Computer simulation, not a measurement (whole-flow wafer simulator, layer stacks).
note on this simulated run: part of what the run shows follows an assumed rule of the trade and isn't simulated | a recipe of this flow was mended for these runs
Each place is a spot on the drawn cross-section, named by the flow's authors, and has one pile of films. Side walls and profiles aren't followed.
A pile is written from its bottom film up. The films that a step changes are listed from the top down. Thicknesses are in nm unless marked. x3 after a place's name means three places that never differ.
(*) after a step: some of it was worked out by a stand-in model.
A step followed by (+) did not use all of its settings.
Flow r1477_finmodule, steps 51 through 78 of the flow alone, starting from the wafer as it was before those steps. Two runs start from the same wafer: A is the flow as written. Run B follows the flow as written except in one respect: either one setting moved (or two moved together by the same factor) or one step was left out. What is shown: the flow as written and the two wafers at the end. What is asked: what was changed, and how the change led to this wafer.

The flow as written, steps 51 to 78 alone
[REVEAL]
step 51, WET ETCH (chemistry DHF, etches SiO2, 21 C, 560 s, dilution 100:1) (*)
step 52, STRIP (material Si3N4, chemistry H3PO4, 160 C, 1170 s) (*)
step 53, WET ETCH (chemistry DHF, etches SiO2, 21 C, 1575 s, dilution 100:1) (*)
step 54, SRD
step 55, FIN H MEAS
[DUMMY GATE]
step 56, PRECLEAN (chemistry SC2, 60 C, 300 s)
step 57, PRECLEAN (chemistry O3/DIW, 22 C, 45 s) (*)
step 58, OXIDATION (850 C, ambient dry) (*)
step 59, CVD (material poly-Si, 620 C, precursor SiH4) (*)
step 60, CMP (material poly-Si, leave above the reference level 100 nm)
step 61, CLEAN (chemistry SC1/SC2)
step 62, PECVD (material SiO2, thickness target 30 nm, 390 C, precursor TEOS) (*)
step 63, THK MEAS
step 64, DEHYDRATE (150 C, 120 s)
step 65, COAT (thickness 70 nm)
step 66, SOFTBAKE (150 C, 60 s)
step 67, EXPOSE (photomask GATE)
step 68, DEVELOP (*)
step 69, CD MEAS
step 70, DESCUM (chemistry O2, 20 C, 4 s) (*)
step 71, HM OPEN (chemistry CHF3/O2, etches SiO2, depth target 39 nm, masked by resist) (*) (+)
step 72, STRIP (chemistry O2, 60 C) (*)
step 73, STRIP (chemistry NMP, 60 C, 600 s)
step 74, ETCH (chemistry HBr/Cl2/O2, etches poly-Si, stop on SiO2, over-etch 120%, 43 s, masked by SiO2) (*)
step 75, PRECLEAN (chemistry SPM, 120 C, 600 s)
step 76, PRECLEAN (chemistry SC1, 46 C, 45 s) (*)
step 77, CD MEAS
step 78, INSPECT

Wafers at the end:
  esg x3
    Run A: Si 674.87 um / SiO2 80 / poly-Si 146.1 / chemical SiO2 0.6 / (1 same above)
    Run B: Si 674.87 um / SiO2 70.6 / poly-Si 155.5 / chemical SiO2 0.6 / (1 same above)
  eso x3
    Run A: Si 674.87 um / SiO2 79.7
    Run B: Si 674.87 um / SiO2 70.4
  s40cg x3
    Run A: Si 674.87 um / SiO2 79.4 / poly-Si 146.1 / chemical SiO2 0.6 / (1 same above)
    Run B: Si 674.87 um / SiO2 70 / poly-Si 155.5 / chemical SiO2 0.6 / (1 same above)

What caused this: step 53, WET ETCH: 23.8 C was run, though the flow has 21 C.

Step by step, how the change led to this:
  step 53, WET ETCH (chemistry DHF, etches SiO2, 21 C, 1575 s, dilution 100:1) (*)
      esg x3, e200sg, s40cg x3, s40sg x3, eso x3, e200so, s40co x3, s40so x3: A SiO2 loses 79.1 | B SiO2 loses 88.5
      pad, padg: A SiO2 loses 85.7 | B SiO2 loses 95.9
  step 59, CVD (material poly-Si, 620 C, precursor SiH4) (*)
      esg x3, s40cg x3, s40sg x3, eso x3, s40co x3, s40so x3: A poly-Si gains 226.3 (new film) | B poly-Si gains 235.7 (new film)
      e200sg, e200so: A poly-Si gains 219.2 (new film) | B poly-Si gains 235.7 (new film)
  step 60, CMP (material poly-Si, leave above the reference level 100 nm)
      pad, padg: A poly-Si loses 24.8 | B poly-Si loses 14.6
      e200sg, e200so: A poly-Si loses 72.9 | B poly-Si loses 80
  step 74, ETCH (chemistry HBr/Cl2/O2, etches poly-Si, stop on SiO2, over-etch 120%, 43 s, masked by SiO2) (*)
      eso x3, e200so, s40co x3, s40so x3: A chemical SiO2 loses 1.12 (all of it), poly-Si loses 143.9 (all of it), SiO2 loses 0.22 | B chemical SiO2 loses 1.12 (all of it), poly-Si loses 153.3 (all of it), SiO2 loses 0.17
      pad: A chemical SiO2 loses 1.12 (all of it), poly-Si loses 152.8 (all of it), SiO2 loses 0.17 | B chemical SiO2 loses 1.12 (all of it), poly-Si loses 163 (all of it), SiO2 loses 0.12
